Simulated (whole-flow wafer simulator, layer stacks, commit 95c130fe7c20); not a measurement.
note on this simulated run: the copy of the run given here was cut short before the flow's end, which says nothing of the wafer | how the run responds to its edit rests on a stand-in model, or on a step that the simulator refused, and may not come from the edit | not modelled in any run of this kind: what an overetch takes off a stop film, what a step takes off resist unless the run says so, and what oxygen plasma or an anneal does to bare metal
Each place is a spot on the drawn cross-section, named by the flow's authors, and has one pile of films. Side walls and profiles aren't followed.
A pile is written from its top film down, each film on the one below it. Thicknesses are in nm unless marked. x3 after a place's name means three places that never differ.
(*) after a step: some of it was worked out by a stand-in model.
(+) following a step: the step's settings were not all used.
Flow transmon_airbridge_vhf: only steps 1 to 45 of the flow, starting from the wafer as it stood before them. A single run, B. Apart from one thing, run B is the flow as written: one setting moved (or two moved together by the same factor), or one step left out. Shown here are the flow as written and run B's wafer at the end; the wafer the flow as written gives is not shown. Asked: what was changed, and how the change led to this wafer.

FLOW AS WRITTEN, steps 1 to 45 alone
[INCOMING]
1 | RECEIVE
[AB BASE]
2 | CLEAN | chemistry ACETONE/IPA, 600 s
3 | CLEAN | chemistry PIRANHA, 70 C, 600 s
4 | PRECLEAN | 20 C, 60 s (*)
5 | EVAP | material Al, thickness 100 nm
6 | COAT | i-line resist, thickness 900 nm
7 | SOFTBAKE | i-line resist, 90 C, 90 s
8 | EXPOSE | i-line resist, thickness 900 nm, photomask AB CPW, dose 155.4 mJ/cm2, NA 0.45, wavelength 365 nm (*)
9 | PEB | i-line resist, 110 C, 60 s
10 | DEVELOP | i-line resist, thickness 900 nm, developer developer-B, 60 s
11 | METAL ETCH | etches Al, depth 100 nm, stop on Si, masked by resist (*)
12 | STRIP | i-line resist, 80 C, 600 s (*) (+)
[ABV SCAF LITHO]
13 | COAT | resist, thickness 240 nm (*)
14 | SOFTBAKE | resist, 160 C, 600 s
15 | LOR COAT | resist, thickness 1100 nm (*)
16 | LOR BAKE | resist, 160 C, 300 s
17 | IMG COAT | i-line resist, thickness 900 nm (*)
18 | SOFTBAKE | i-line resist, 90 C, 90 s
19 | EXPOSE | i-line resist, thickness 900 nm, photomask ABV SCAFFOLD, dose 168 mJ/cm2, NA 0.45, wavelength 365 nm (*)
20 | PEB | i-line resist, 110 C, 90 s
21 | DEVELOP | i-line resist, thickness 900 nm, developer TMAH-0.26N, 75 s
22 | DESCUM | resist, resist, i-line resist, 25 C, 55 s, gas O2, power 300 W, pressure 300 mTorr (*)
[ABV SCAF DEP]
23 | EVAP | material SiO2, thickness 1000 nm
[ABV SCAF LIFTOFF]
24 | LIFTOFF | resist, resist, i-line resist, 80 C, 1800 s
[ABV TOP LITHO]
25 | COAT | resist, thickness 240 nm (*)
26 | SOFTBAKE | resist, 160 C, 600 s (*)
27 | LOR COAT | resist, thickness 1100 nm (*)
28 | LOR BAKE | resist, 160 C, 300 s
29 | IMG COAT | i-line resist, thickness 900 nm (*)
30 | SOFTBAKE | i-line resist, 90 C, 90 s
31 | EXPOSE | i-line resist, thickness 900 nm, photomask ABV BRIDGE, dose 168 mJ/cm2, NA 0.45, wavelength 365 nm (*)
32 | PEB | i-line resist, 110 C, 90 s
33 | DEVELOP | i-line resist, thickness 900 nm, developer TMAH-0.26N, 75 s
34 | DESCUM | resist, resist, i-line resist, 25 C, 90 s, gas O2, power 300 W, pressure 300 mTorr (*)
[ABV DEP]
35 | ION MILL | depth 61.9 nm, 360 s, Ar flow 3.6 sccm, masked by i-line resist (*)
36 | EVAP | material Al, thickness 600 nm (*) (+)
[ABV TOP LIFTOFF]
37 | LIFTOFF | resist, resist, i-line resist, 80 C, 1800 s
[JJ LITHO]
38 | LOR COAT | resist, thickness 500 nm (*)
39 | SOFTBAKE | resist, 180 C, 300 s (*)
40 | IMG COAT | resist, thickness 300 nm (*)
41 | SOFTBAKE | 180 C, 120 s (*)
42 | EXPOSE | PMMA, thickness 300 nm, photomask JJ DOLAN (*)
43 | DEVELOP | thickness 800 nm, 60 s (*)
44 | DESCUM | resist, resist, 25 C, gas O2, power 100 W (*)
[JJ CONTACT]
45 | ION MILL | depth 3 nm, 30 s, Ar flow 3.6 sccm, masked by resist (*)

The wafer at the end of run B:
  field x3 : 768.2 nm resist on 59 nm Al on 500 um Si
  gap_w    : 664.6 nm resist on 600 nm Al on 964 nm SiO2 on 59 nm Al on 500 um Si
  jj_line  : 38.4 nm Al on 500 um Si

Cause: step 5, EVAP: thickness 159 nm was run, though the flow has thickness 100 nm.

The path from the change to this, step by step:
  5 | EVAP | material Al, thickness 100 nm
      field x3, jj_line, ground_far and 12 more: +159 Al (new film) (in the flow as written it would be: +100 Al (new film))
  11 | METAL ETCH | etches Al, depth 100 nm, stop on Si, masked by resist (*)
      field x3, jj_line, gap_w, gap_e: -100 Al (in the flow as written it would be: -100 Al (all of it))
  45 | ION MILL | depth 3 nm, 30 s, Ar flow 3.6 sccm, masked by resist (*)
      jj_line: -20.6 Al (in the flow as written it would be: -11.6 Si)
If metal films that touch count as one body, field x3 has 1 body; the flow as written gives 0 bodies.
If metal films that touch count as one body, gap_w has 2 bodies (between them, from the top down: SiO2 964); the flow as written gives 1 body.
If metal films that touch count as one body, jj_line has 1 body; the flow as written gives 0 bodies.
